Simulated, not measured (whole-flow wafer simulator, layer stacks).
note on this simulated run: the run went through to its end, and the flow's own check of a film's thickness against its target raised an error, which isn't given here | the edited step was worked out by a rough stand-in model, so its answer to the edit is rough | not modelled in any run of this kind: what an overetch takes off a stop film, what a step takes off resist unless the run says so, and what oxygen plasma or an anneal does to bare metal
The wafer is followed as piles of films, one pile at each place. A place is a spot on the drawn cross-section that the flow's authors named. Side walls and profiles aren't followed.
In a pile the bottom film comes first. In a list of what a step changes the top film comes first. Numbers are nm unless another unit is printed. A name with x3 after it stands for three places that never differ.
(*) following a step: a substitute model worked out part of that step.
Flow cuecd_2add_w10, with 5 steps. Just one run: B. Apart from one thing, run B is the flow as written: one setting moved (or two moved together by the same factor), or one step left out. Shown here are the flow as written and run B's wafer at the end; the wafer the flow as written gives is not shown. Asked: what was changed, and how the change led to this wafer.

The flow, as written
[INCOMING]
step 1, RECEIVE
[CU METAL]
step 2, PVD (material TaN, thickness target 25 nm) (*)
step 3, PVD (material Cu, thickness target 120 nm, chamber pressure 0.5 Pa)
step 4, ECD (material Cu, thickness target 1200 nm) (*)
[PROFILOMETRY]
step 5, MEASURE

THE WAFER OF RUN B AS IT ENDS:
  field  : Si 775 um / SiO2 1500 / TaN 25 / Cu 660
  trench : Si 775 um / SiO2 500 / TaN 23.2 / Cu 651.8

The reason: step 4, ECD: thickness target 540 nm was run, though the flow has thickness target 1200 nm.

Step by step, how the change led to this:
  step 4, ECD (material Cu, thickness target 1200 nm) (*)
      field, trench: +540 Cu (in the flow as written it would be: +1200 Cu)
